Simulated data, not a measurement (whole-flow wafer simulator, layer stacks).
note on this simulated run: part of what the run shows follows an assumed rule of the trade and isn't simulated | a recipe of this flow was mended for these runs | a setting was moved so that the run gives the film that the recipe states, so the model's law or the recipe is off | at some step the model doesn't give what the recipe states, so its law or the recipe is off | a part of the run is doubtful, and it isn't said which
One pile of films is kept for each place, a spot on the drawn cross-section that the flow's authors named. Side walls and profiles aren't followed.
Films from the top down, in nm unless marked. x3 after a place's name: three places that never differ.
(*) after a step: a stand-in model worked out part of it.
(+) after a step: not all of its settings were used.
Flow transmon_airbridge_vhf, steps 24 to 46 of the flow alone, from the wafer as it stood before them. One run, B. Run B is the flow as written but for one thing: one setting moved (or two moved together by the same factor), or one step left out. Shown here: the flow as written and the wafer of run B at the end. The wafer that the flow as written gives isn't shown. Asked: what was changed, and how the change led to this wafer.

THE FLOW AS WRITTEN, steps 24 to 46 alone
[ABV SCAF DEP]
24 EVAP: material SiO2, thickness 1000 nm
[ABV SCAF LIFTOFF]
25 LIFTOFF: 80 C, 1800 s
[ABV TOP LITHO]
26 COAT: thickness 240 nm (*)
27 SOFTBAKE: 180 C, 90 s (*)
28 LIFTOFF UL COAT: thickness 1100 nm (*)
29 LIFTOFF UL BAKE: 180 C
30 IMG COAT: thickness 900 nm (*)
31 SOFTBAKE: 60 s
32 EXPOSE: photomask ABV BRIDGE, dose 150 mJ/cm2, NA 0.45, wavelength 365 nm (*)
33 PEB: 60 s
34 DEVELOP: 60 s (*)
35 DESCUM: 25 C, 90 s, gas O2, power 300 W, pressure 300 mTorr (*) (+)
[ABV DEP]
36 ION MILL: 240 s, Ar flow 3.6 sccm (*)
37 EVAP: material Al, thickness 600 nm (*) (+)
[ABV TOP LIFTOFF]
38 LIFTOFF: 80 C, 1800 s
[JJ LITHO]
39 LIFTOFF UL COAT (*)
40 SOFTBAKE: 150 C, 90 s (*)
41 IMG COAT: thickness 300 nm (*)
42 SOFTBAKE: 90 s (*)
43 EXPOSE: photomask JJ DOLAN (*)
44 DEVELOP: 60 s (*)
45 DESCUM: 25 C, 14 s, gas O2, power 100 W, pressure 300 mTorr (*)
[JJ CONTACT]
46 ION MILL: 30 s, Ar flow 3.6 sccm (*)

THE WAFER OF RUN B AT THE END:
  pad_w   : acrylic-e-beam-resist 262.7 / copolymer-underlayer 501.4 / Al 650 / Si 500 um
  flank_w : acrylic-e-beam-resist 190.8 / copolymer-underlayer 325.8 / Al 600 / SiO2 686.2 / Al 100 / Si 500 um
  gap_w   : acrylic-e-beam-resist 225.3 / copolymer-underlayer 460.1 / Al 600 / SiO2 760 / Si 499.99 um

The cause: step 24, EVAP: thickness 784 nm was run, where the flow has thickness 1000 nm.

How the change led to this, step by step:
  24 EVAP: material SiO2, thickness 1000 nm
      field x3, jj_line, ground_far and 10 more: SiO2 +784 (new film) (as written it would be: SiO2 +1000 (new film))
      flank_w, flank_e: SiO2 +710.2 (new film) (as written it would be: SiO2 +905.8 (new film))
  25 LIFTOFF: 80 C, 1800 s
      field x3, jj_line, trace_open_s x2: SiO2 -784 (all of it), i-line-resist -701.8 (all of it), lift-off-underlayer -1100 (all of it), acrylic-e-beam-resist -240 (all of it) (as written it would be: SiO2 -1000 (all of it), i-line-resist -701.8 (all of it), lift-off-underlayer -1100 (all of it), acrylic-e-beam-resist -240 (all of it))
      pad_w, pad_e: SiO2 -784 (all of it), i-line-resist -696.3 (all of it), lift-off-underlayer -1089.9 (all of it), acrylic-e-beam-resist -239.3 (all of it) (as written it would be: SiO2 -1000 (all of it), i-line-resist -696.3 (all of it), lift-off-underlayer -1089.9 (all of it), acrylic-e-beam-resist -239.3 (all of it))
      (and at 1 more place)
  26 COAT: thickness 240 nm (*)
      flank_w, flank_e: acrylic-e-beam-resist +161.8 (new film) (as written it would be: acrylic-e-beam-resist +155.2 (new film))
      gap_w, gap_e: acrylic-e-beam-resist +220.7 (new film) (as written it would be: acrylic-e-beam-resist +211.2 (new film))
      (and at 6 more places)
  28 LIFTOFF UL COAT: thickness 1100 nm (*)
      gap_w, gap_e: lift-off-underlayer +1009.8 (new film) (as written it would be: lift-off-underlayer +979.6 (new film))
      margin_s, margin_n: lift-off-underlayer +875.6 (new film) (as written it would be: lift-off-underlayer +823.4 (new film))
      (and at 6 more places)
  30 IMG COAT: thickness 900 nm (*)
      gap_w, gap_e: i-line-resist +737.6 (new film) (as written it would be: i-line-resist +685.3 (new film))
      margin_s, margin_n: i-line-resist +671.6 (new film) (as written it would be: i-line-resist +603.2 (new film))
      (and at 6 more places)
  33 PEB: 60 s
      flank_w, flank_e: i-line-resist -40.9 (as written it would be: i-line-resist -38.8)
      gap_w, gap_e: i-line-resist -37.8 (as written it would be: i-line-resist -35)
      (and at 6 more places)
  34 DEVELOP: 60 s (*)
      gap_w, gap_e: i-line-resist -699.8 (all of it), lift-off-underlayer -1009.8 (all of it) (as written it would be: i-line-resist -650.2 (all of it), lift-off-underlayer -979.6 (all of it))
      pad_w: i-line-resist -918.5 (all of it), lift-off-underlayer -1212.1 (all of it) (as written it would be: i-line-resist -937.3 (all of it), lift-off-underlayer -1246.2 (all of it))
      (and at 5 more places)
  35 DESCUM: 25 C, 90 s, gas O2, power 300 W, pressure 300 mTorr (*) (+)
      field x3, jj_line, ground_far, trace_open_s x2, margin_s, margin_n: i-line-resist -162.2 (as written it would be: i-line-resist -167.2)
      flank_w, flank_e: acrylic-e-beam-resist -161.8 (all of it) (as written it would be: acrylic-e-beam-resist -155.2 (all of it))
      (and at 6 more places)
  38 LIFTOFF: 80 C, 1800 s
      margin_s, margin_n: Al -600 (all of it), i-line-resist -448 (all of it), lift-off-underlayer -875.6 (all of it), acrylic-e-beam-resist -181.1 (all of it) (as written it would be: Al -600 (all of it), i-line-resist -378.2 (all of it), lift-off-underlayer -823.4 (all of it), acrylic-e-beam-resist -168.6 (all of it))
      ground_far: Al -600 (all of it), i-line-resist -754.7 (all of it), lift-off-underlayer -1129.1 (all of it), acrylic-e-beam-resist -248.5 (all of it) (as written it would be: Al -600 (all of it), i-line-resist -776.6 (all of it), lift-off-underlayer -1134.8 (all of it), acrylic-e-beam-resist -250.1 (all of it))
  39 LIFTOFF UL COAT (*)
      pad_w, pad_e: copolymer-underlayer +501.4 (new film) (as written it would be: copolymer-underlayer +513.6 (new film))
      flank_w, flank_e: copolymer-underlayer +325.8 (new film) (as written it would be: copolymer-underlayer +308 (new film))
      (and at 6 more places)
  41 IMG COAT: thickness 300 nm (*)
      flank_w, flank_e: acrylic-e-beam-resist +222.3 (new film) (as written it would be: acrylic-e-beam-resist +217.1 (new film))
      gap_w, gap_e: acrylic-e-beam-resist +256.8 (new film) (as written it would be: acrylic-e-beam-resist +247.8 (new film))
      (and at 4 more places)
